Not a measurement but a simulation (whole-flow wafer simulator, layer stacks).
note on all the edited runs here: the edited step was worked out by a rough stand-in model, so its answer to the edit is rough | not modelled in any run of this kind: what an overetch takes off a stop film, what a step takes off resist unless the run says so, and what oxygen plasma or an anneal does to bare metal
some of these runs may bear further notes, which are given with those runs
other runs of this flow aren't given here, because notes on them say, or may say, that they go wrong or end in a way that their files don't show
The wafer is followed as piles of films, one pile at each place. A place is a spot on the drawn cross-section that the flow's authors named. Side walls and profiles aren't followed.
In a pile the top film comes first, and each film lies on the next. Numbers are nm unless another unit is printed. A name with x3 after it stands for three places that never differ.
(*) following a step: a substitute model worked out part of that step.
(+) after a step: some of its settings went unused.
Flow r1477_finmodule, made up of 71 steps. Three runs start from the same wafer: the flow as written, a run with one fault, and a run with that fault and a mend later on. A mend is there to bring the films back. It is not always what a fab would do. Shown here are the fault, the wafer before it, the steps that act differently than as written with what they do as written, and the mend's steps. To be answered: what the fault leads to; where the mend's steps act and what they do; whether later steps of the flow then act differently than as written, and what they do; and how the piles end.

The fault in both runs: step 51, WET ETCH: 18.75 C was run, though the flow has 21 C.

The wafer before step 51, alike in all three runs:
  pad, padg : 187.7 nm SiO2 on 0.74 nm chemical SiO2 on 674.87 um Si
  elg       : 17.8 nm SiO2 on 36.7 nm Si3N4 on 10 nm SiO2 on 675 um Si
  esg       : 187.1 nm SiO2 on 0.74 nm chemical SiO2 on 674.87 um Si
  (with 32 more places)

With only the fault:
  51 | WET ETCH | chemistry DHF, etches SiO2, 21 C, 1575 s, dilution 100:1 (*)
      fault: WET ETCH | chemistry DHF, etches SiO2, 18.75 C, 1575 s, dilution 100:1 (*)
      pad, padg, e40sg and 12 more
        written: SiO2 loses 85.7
        fault: SiO2 loses 78.1
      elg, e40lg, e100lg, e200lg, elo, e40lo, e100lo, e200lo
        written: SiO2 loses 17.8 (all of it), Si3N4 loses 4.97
        fault: SiO2 loses 17.8 (all of it), Si3N4 loses 4.14
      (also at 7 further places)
  Steps further on in the flow that do not act as written (1 more step, not shown, differs only slightly: by at most 2% or 0.5 nm, whichever is larger):
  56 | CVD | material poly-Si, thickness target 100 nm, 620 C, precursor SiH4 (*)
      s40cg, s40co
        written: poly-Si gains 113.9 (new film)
        fault: poly-Si gains 106.9 (new film)
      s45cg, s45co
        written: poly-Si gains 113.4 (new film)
        fault: poly-Si gains 106.4 (new film)
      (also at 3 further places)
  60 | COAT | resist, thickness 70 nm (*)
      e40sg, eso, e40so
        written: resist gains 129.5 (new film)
        fault: resist gains 123.1 (new film)
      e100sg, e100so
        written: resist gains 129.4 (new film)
        fault: resist gains 123 (new film)
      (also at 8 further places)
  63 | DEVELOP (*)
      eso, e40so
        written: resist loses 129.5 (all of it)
        fault: resist loses 123.1 (all of it)
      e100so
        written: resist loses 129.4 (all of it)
        fault: resist loses 123 (all of it)
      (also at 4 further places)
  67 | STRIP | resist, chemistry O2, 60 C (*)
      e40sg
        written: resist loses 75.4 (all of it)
        fault: resist loses 69 (all of it)
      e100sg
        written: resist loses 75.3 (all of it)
        fault: resist loses 68.9 (all of it)
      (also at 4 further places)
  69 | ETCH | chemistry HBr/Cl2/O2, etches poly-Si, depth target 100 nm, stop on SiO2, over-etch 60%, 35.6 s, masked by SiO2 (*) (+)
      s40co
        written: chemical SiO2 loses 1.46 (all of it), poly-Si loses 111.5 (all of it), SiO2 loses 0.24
        fault: chemical SiO2 loses 1.42 (all of it), poly-Si loses 104.5 (all of it), SiO2 loses 0.28
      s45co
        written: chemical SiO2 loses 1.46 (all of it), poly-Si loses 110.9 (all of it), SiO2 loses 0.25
        fault: chemical SiO2 loses 1.42 (all of it), poly-Si loses 104 (all of it), SiO2 loses 0.28
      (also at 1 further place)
  By the end, the piles at pad, padg, elg and 27 more depart from the flow's by more than 2% or 0.5 nm, whichever is larger.
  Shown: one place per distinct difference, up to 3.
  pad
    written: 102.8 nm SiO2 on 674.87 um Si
    fault: 110.4 nm SiO2 on 674.87 um Si
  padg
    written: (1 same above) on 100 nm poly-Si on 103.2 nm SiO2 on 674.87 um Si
    fault: (1 same above) on 100 nm poly-Si on 110.8 nm SiO2 on 674.87 um Si
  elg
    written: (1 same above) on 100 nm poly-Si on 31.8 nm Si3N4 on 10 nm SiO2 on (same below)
    fault: (1 same above) on 100 nm poly-Si on 32.6 nm Si3N4 on 10 nm SiO2 on (same below)

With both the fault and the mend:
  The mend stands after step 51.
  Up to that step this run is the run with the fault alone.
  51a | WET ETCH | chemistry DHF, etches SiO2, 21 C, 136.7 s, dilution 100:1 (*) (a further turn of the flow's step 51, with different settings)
      pad, padg, e40sg and 12 more
        SiO2 loses 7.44
      elg, e40lg, e100lg, e200lg, elo, e40lo, e100lo, e200lo
        Si3N4 loses 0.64
      esg, s40cg, s45cg, s50cg, s40co, s45co, s50co
        SiO2 loses 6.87
  Every later step of the flow that is run acts as written, at every place that is followed, to within 2% or 0.5 nm, whichever is larger.
  The piles end only slightly different from the flow's at the places that both follow, by no more than 2% or 0.5 nm, whichever is larger.
